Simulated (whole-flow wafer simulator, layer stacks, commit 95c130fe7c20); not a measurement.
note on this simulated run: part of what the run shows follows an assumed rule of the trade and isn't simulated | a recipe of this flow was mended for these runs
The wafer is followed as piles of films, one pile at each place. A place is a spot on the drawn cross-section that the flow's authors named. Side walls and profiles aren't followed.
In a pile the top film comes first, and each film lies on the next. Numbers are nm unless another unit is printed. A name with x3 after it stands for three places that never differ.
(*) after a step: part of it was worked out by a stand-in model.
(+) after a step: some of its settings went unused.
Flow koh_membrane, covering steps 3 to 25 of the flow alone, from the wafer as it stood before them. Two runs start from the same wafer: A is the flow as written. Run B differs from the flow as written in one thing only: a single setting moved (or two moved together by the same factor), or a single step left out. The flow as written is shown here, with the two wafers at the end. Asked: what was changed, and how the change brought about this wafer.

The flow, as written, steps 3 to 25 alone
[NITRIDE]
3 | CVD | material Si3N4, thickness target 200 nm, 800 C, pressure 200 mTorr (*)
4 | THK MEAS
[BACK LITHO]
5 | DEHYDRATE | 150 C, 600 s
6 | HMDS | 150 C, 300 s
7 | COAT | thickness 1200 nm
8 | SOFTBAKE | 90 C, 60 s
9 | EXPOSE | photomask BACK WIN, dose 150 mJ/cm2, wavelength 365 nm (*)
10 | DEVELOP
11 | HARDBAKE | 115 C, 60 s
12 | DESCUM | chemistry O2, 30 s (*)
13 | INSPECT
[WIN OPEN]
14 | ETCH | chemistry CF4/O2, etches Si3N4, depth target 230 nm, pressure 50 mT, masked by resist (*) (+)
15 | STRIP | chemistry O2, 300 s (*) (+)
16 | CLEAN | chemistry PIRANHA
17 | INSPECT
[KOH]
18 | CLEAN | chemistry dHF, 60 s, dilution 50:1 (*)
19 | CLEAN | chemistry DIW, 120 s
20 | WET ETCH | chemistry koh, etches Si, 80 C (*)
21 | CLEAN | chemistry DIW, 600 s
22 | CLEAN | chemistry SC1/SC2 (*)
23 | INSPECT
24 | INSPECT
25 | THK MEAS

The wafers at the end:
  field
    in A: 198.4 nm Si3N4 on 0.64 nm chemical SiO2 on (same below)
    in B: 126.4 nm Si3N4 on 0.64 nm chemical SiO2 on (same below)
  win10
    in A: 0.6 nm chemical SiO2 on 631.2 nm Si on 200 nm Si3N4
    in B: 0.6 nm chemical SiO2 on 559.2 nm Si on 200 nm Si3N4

Cause: step 3, CVD: thickness target 128 nm was run, while the flow as written has thickness target 200 nm.

How this came from the change, step by step:
  3 | CVD | material Si3N4, thickness target 200 nm, 800 C, pressure 200 mTorr (*)
      field, win20 x4, win10: A Si3N4 gains 200 (new film) | B Si3N4 gains 128 (new film)
  14 | ETCH | chemistry CF4/O2, etches Si3N4, depth target 230 nm, pressure 50 mT, masked by resist (*) (+)
      win20 x4, win10: A Si3N4 loses 200 (all of it), chemical SiO2 loses 0.64 (all of it), Si loses 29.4 | B Si3N4 loses 128 (all of it), chemical SiO2 loses 0.64 (all of it), Si loses 101.4
